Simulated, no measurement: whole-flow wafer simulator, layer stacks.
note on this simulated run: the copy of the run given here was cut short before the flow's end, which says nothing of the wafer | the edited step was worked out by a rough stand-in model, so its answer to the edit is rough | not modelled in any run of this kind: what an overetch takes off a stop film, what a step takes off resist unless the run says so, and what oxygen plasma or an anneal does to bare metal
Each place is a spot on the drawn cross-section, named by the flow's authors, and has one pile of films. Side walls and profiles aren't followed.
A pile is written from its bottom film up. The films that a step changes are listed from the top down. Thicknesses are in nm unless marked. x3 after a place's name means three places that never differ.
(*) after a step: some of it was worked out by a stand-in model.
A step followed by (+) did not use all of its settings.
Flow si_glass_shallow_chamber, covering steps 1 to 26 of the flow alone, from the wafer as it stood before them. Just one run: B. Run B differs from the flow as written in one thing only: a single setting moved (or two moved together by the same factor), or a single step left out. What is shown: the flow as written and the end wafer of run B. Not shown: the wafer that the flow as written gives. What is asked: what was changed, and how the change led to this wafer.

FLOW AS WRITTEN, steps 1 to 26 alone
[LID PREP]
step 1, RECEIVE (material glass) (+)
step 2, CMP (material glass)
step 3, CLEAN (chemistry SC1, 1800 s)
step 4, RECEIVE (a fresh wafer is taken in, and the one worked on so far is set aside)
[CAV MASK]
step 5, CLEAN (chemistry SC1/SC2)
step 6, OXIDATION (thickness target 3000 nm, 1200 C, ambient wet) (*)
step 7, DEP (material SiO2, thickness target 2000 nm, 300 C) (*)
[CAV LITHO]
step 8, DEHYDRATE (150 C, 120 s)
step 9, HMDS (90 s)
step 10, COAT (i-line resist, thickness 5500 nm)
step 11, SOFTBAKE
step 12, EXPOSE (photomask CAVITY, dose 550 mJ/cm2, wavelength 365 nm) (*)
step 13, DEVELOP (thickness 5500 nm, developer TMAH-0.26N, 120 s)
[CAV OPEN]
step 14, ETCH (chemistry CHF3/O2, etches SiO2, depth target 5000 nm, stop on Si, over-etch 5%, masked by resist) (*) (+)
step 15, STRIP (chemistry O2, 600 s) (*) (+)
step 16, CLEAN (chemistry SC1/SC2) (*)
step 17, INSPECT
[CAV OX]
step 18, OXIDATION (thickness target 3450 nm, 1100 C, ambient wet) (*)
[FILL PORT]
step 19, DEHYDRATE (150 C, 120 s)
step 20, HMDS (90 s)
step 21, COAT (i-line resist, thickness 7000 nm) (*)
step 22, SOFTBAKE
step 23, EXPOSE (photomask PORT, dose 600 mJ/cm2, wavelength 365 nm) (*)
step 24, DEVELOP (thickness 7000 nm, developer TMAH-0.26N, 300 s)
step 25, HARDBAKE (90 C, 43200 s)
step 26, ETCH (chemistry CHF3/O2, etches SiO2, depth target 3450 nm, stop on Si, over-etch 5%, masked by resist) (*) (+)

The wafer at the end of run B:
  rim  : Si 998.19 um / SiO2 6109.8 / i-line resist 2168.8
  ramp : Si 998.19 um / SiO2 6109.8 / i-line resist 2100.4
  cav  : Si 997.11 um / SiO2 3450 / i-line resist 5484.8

What caused this: step 21, COAT: thickness 7700 nm was run, though the flow has thickness 7000 nm.

Step by step, how the change led to this:
  step 21, COAT (i-line resist, thickness 7000 nm) (*)
      rim: +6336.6 i-line resist (new film) (in the flow as written it would be: +5660.1 i-line resist (new film))
      ramp: +5758.2 i-line resist (new film) (in the flow as written it would be: +5087.8 i-line resist (new film))
      (and at 4 other places as well)
  step 22, SOFTBAKE
      rim: -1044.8 i-line resist (in the flow as written it would be: -849 i-line resist)
      ramp: -537.5 i-line resist (in the flow as written it would be: -434.5 i-line resist)
      (and at 4 other places as well)
  step 24, DEVELOP (thickness 7000 nm, developer TMAH-0.26N, 300 s)
      port: -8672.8 i-line resist (all of it) (in the flow as written it would be: -7752.6 i-line resist (all of it))
  step 25, HARDBAKE (90 C, 43200 s)
      rim: -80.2 i-line resist (in the flow as written it would be: -62.5 i-line resist)
      ramp: -77.4 i-line resist (in the flow as written it would be: -57.1 i-line resist)
      (and at 3 other places as well)
